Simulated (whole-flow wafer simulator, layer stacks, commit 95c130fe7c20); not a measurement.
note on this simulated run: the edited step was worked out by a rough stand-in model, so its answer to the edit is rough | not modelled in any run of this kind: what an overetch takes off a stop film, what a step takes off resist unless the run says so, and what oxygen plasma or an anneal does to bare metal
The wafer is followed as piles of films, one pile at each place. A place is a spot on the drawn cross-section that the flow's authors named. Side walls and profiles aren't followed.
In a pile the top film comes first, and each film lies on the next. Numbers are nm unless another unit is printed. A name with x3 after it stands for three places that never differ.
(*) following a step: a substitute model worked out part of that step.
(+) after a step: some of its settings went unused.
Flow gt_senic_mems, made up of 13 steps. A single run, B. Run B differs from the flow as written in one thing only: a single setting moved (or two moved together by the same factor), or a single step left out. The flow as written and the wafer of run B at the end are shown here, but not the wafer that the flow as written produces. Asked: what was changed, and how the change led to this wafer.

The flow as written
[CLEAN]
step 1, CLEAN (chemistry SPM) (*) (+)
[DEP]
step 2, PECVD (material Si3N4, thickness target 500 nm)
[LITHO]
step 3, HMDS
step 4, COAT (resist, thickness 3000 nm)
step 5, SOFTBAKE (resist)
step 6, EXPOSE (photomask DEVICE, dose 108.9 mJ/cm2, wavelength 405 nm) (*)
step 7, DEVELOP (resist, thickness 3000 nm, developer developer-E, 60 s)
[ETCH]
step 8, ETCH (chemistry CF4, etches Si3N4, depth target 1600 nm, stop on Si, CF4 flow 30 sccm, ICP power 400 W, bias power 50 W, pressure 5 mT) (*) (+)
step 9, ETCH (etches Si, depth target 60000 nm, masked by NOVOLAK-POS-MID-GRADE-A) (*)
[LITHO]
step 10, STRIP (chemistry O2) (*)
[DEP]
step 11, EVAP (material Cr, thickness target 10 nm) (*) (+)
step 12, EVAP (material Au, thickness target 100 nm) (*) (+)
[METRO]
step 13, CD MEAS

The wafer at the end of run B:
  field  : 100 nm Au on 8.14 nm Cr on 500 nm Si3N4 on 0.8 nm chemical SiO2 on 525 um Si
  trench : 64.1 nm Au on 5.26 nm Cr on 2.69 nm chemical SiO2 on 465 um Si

What caused this: step 11, EVAP: thickness target 8.14 nm was run, whereas the flow has thickness target 10 nm.
The wafer itself shows it: field has Cr 8.14, and step 11 as written asks for 10 nm.

Step by step, how the change led to this:
  step 11, EVAP (material Cr, thickness target 10 nm) (*) (+)
      field: +8.14 Cr (new film) (in the flow as written it would be: +10 Cr (new film))
      trench: +5.26 Cr (new film) (in the flow as written it would be: +6.45 Cr (new film))
